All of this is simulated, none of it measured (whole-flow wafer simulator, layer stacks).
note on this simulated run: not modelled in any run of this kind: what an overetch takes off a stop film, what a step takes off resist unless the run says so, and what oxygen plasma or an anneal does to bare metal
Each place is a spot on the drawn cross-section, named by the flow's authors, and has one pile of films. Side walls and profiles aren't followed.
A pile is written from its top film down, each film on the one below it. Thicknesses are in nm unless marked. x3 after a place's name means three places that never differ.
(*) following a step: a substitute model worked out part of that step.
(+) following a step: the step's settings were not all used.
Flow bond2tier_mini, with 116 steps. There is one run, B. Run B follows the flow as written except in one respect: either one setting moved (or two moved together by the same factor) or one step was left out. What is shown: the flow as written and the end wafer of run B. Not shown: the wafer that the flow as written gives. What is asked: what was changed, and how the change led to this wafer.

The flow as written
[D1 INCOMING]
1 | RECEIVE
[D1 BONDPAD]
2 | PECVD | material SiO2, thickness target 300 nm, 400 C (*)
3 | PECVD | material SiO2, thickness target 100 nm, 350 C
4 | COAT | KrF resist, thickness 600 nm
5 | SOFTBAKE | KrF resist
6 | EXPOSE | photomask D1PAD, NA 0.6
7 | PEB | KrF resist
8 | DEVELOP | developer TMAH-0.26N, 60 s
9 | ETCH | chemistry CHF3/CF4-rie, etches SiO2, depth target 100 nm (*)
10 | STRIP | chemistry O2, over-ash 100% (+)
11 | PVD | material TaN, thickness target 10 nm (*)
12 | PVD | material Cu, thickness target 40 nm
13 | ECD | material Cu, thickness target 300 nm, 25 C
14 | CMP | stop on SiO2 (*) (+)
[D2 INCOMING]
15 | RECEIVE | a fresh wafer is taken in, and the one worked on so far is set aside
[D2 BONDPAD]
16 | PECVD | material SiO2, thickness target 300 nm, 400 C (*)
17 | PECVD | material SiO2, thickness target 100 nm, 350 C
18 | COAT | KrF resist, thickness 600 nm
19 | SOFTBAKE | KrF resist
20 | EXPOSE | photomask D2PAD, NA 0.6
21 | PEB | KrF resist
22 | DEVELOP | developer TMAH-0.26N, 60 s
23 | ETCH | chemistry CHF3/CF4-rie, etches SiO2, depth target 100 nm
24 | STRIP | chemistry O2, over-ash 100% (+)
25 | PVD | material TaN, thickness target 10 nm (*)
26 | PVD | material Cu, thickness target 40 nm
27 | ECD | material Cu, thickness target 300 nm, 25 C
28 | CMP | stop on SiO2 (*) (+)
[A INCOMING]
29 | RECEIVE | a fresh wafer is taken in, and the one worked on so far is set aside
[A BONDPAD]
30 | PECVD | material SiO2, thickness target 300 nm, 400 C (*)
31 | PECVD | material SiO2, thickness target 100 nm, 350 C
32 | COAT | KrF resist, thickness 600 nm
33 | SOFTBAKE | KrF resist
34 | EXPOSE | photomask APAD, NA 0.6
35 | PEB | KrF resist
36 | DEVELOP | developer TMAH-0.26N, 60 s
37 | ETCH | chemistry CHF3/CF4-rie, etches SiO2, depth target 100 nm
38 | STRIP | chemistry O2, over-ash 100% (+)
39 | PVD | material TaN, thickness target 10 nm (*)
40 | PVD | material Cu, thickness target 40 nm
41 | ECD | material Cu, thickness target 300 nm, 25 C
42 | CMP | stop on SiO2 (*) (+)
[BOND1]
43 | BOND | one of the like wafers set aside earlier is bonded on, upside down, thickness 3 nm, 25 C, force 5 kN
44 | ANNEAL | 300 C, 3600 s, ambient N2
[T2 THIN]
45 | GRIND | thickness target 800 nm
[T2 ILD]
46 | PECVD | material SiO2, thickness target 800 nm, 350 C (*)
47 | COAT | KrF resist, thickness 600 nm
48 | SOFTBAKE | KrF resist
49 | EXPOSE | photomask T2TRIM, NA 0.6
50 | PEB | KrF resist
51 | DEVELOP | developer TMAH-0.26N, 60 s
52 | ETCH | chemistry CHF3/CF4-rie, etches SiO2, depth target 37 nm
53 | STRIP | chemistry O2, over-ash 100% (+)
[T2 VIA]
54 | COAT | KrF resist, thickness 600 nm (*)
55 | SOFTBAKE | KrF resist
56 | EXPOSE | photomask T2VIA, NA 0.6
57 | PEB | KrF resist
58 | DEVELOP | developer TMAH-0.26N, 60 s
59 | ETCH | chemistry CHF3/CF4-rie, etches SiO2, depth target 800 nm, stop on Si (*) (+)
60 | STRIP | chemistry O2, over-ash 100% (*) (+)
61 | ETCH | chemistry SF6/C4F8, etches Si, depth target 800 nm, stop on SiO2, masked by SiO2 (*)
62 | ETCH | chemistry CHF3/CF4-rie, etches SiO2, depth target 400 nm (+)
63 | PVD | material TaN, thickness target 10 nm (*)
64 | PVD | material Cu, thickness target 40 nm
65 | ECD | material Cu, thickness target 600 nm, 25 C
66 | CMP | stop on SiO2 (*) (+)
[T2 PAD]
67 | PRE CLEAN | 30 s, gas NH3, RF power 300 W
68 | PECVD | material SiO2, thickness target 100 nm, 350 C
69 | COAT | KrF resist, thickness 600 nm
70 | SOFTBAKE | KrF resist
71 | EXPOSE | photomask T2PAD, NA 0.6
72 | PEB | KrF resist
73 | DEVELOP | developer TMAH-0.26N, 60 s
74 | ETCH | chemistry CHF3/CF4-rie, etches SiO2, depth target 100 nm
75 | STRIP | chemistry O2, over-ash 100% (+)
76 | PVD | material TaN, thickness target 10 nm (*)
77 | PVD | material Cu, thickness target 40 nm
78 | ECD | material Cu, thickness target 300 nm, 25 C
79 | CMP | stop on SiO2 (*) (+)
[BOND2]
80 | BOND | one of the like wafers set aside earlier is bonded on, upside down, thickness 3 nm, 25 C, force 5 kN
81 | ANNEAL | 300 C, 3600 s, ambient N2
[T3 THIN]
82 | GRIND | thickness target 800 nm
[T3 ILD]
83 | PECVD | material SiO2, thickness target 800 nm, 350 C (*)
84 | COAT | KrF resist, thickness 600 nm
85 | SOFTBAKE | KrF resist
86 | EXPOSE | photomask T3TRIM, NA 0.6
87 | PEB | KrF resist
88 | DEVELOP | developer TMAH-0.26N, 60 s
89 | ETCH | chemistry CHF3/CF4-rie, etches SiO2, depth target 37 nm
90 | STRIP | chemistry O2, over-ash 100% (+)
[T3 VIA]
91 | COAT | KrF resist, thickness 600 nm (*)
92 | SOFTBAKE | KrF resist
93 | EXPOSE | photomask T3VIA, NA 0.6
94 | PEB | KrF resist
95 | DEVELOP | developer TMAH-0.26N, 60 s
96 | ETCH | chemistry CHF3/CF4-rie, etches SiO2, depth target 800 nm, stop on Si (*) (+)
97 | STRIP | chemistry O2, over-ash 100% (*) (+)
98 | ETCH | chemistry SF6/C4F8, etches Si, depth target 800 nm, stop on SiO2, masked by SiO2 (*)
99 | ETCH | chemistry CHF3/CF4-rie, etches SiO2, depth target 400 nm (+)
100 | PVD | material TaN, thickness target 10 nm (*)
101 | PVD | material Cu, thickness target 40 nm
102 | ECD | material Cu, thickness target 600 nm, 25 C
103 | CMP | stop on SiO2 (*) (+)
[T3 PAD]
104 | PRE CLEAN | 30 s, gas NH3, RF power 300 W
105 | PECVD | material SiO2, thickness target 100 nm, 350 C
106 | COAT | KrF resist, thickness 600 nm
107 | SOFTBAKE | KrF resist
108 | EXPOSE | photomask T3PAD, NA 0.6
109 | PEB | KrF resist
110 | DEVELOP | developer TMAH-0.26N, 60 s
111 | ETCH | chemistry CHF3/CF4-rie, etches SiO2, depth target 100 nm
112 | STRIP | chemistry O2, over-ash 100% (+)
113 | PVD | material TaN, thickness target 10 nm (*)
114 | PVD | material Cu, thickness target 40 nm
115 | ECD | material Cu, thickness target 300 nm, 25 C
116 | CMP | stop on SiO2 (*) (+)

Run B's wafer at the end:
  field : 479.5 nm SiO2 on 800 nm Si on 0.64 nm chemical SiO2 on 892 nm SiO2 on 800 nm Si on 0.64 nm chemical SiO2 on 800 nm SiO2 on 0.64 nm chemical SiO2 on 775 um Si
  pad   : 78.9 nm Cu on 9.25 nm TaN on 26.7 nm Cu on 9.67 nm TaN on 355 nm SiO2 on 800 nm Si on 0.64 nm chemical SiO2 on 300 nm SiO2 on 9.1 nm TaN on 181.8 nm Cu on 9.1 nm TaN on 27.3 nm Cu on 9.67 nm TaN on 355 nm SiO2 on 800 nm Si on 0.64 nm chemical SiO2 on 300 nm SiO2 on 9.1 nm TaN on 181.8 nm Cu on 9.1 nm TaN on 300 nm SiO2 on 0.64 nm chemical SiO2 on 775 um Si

The reason: step 105, PECVD: thickness target 87.5 nm was run, while the flow as written has thickness target 100 nm.

How this came from the change, step by step:
  105 | PECVD | material SiO2, thickness target 100 nm, 350 C
      field: SiO2 gains 87.5 (as written it would have been: SiO2 gains 100)
      pad: SiO2 gains 87.5 (new film) (as written it would have been: SiO2 gains 100 (new film))
  111 | ETCH | chemistry CHF3/CF4-rie, etches SiO2, depth target 100 nm
      pad: SiO2 loses 87.5 (all of it), Cu loses 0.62 (as written it would have been: SiO2 loses 100 (all of it))
  115 | ECD | material Cu, thickness target 300 nm, 25 C
      pad: Cu gains 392 (as written it would have been: Cu gains 404.5)
